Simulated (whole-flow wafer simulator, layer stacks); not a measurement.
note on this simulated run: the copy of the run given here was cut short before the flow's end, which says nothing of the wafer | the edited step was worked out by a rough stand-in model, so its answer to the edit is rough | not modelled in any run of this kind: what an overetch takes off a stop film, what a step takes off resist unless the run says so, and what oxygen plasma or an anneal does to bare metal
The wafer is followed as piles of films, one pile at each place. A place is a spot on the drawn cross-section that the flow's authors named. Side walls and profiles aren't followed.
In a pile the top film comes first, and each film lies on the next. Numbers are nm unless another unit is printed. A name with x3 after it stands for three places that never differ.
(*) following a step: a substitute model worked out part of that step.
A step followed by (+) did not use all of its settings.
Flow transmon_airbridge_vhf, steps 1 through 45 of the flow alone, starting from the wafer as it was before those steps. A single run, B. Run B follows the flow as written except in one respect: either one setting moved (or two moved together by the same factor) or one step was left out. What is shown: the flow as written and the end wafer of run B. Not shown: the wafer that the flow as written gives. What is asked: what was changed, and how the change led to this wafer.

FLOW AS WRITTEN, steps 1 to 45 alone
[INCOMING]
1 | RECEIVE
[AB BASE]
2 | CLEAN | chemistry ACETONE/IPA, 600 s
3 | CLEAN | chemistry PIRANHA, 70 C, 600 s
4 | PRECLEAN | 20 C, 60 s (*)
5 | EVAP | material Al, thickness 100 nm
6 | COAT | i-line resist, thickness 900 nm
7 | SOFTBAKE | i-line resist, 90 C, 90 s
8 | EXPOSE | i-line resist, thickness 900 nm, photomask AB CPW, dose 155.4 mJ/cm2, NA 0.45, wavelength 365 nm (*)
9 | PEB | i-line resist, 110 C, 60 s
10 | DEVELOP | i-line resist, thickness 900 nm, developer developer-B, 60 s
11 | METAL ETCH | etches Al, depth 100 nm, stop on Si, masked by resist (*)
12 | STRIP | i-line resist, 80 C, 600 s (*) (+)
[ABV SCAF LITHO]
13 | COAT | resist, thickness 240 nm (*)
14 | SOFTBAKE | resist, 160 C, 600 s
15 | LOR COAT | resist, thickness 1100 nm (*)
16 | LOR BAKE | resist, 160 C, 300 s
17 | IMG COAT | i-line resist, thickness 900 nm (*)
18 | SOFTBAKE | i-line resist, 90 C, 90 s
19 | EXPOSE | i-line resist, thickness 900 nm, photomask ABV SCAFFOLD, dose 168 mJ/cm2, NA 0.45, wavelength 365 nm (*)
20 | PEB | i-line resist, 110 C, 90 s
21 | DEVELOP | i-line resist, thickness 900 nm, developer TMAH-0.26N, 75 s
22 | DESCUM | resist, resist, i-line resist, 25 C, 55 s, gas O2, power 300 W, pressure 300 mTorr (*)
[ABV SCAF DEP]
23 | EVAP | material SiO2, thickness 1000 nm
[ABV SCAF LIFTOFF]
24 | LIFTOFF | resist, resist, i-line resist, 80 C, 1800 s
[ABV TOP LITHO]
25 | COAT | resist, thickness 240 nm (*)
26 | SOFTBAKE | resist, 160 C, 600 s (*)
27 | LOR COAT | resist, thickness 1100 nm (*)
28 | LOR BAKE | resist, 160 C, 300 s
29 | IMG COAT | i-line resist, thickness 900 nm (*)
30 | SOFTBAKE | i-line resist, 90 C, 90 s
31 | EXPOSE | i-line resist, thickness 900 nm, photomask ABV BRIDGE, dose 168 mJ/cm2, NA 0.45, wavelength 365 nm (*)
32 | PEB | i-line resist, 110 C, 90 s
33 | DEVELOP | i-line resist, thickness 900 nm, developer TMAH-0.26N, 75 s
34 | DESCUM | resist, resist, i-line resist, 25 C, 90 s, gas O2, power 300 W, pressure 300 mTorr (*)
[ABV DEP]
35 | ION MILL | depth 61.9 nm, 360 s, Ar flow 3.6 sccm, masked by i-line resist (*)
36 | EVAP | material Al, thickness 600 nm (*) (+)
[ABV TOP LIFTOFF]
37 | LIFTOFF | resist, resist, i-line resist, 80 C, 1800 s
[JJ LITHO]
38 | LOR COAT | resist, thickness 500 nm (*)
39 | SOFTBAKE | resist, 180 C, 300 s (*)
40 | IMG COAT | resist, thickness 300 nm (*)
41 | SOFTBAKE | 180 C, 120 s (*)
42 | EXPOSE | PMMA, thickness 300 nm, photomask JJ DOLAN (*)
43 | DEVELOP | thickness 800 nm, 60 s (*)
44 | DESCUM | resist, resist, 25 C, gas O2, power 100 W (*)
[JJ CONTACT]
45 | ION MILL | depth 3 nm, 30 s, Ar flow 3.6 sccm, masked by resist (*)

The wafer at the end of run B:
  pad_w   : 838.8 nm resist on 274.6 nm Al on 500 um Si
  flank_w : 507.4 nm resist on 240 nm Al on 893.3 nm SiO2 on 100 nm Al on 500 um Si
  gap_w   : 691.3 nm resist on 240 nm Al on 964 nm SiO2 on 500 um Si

The reason: step 36, EVAP: thickness 240 nm was run, whereas the flow has thickness 600 nm.
The wafer lets one read it off: flank_w has Al 240, and step 36 as written asks for 600 nm.

The path from the change to this, step by step:
  36 | EVAP | material Al, thickness 600 nm (*) (+)
      field x3, jj_line, ground_far and 10 more: +240 Al (new film) (in the flow as written it would be: +600 Al (new film))
      pad_w, pad_e: +236.5 Al (in the flow as written it would be: +591.2 Al)
  37 | LIFTOFF | resist, resist, i-line resist, 80 C, 1800 s
      field x3, jj_line, trace_open_s x2: -240 Al (all of it), -600 i-line resist (all of it), -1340 resist (all of it) (in the flow as written it would be: -600 Al (all of it), -600 i-line resist (all of it), -1340 resist (all of it))
      margin_s, margin_n: -240 Al (all of it), -318.3 i-line resist (all of it), -992 resist (all of it) (in the flow as written it would be: -600 Al (all of it), -318.3 i-line resist (all of it), -992 resist (all of it))
      (as well as at 1 more place)
  38 | LOR COAT | resist, thickness 500 nm (*)
      pad_w, pad_e: +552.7 resist (new film) (in the flow as written it would be: +517 resist (new film))
      flank_w, flank_e: +314.8 resist (new film) (in the flow as written it would be: +306.5 resist (new film))
      (as well as at 6 more places)
  40 | IMG COAT | resist, thickness 300 nm (*)
      pad_w, pad_e: +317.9 resist (in the flow as written it would be: +300.1 resist)
      flank_w, flank_e: +224.4 resist (in the flow as written it would be: +212.1 resist)
      (as well as at 6 more places)
